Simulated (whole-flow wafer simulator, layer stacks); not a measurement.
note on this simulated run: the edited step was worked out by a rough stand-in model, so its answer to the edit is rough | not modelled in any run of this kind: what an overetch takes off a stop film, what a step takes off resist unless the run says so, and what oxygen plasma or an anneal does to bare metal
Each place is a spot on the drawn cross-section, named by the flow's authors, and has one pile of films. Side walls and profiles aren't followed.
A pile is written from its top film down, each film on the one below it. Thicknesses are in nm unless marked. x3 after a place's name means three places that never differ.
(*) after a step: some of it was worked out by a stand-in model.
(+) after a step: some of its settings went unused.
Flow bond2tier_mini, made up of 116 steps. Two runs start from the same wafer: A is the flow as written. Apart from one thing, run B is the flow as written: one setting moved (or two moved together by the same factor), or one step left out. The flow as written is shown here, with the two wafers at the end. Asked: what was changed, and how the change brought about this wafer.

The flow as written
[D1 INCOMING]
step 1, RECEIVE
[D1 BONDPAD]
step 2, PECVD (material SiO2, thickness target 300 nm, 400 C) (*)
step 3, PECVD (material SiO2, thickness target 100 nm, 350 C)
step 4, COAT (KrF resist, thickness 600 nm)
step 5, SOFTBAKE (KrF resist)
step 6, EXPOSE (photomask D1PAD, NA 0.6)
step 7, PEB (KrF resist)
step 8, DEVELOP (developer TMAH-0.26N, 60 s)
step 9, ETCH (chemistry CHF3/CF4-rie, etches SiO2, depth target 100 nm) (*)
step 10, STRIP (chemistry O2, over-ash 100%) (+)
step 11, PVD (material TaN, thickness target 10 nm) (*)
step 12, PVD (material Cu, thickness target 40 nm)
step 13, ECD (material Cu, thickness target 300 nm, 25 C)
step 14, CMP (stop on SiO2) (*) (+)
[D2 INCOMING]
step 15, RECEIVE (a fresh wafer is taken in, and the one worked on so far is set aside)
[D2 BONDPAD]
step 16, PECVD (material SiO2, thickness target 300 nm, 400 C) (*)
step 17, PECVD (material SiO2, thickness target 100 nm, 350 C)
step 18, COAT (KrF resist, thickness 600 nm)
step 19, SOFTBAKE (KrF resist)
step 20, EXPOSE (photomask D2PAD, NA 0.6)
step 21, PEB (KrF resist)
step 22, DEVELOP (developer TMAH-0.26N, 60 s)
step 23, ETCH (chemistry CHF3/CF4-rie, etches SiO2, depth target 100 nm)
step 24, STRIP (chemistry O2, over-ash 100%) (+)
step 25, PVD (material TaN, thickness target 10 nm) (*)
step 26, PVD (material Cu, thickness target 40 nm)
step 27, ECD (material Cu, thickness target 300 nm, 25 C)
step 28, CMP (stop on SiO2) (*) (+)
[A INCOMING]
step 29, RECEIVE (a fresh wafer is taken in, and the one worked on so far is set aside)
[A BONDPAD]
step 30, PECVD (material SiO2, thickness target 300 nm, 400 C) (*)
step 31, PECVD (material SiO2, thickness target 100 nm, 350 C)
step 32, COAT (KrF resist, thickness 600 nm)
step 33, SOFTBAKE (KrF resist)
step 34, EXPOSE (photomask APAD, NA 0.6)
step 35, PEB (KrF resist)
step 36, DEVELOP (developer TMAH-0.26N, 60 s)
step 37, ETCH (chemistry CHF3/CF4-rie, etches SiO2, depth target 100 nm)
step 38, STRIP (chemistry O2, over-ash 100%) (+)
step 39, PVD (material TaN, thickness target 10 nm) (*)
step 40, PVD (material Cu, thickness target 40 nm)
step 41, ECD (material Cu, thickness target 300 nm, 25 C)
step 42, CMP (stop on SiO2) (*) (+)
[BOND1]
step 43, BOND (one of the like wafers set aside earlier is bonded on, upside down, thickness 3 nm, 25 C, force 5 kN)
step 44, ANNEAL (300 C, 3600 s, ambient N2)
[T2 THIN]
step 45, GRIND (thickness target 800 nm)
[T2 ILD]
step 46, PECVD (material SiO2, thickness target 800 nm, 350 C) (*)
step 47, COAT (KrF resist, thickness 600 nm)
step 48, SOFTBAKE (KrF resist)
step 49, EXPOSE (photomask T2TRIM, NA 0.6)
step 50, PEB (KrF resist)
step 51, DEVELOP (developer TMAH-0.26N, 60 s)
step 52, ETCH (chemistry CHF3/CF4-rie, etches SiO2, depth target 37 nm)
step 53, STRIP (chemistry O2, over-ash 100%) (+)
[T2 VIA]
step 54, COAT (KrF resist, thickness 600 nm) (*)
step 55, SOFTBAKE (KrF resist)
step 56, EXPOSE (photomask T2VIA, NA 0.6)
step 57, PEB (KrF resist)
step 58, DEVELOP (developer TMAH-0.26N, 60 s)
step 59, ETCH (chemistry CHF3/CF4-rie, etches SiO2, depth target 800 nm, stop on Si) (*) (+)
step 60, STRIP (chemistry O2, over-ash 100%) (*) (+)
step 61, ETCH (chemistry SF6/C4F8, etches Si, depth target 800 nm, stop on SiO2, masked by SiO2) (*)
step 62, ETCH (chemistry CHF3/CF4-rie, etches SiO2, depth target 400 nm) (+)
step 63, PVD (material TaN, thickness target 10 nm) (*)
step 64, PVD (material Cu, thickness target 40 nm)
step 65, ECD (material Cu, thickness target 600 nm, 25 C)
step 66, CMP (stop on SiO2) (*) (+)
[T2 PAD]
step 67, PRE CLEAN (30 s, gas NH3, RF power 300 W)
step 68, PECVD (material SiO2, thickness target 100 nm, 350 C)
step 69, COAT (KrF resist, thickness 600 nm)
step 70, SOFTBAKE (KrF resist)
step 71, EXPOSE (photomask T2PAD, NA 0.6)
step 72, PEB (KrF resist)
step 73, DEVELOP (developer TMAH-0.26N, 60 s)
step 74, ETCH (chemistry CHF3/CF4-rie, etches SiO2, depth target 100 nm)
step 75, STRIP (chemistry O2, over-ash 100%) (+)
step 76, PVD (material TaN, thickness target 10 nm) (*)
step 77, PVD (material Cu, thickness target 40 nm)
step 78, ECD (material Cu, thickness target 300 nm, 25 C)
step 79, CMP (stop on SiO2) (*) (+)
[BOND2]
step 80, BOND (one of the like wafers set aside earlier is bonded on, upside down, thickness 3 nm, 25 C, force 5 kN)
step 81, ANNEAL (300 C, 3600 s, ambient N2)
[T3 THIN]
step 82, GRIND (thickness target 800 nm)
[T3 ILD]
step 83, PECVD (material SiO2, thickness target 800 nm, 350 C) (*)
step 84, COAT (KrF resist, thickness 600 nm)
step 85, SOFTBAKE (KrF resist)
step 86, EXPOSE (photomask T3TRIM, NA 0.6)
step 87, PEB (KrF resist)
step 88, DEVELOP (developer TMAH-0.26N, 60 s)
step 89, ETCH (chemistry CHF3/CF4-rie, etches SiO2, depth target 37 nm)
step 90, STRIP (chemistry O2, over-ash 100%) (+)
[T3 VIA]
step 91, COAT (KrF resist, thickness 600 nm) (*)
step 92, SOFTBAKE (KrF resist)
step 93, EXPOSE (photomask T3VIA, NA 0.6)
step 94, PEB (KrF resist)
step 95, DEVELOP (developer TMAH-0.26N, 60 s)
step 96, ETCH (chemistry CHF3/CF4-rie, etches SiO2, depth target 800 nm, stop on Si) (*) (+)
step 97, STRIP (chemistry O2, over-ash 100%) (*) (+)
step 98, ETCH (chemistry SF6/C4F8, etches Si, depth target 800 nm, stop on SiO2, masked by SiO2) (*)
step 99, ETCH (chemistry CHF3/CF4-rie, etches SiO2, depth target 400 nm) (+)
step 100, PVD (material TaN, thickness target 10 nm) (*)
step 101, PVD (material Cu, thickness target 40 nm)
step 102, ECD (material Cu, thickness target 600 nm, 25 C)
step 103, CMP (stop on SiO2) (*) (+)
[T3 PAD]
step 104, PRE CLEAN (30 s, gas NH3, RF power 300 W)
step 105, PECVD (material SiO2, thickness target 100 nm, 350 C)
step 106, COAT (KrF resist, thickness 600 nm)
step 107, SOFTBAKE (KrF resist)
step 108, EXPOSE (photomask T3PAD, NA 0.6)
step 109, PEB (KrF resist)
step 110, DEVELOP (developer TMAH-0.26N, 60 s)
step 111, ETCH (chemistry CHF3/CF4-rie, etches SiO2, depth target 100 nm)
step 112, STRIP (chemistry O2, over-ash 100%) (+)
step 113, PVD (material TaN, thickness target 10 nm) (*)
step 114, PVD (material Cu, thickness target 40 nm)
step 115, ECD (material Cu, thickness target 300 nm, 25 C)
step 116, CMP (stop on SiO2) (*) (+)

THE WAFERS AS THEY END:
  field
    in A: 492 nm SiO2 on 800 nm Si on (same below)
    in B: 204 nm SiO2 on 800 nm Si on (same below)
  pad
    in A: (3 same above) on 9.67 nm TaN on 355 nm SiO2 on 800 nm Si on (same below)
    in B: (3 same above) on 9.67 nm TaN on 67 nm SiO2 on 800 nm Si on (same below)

Cause: step 83, PECVD: thickness target 512 nm was run, though the flow has thickness target 800 nm.

The path from the change to this, step by step:
  step 83, PECVD (material SiO2, thickness target 800 nm, 350 C) (*)
      field, pad: A SiO2 gains 800 (new film) | B SiO2 gains 512 (new film)
  step 96, ETCH (chemistry CHF3/CF4-rie, etches SiO2, depth target 800 nm, stop on Si) (*) (+)
      field, pad: A KrF resist loses 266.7 | B KrF resist loses 237.5
  step 97, STRIP (chemistry O2, over-ash 100%) (*) (+)
      field: A KrF resist loses 303.9 (all of it) | B KrF resist loses 333.1 (all of it)
      pad: A KrF resist loses 336 (all of it) | B KrF resist loses 365.1 (all of it)
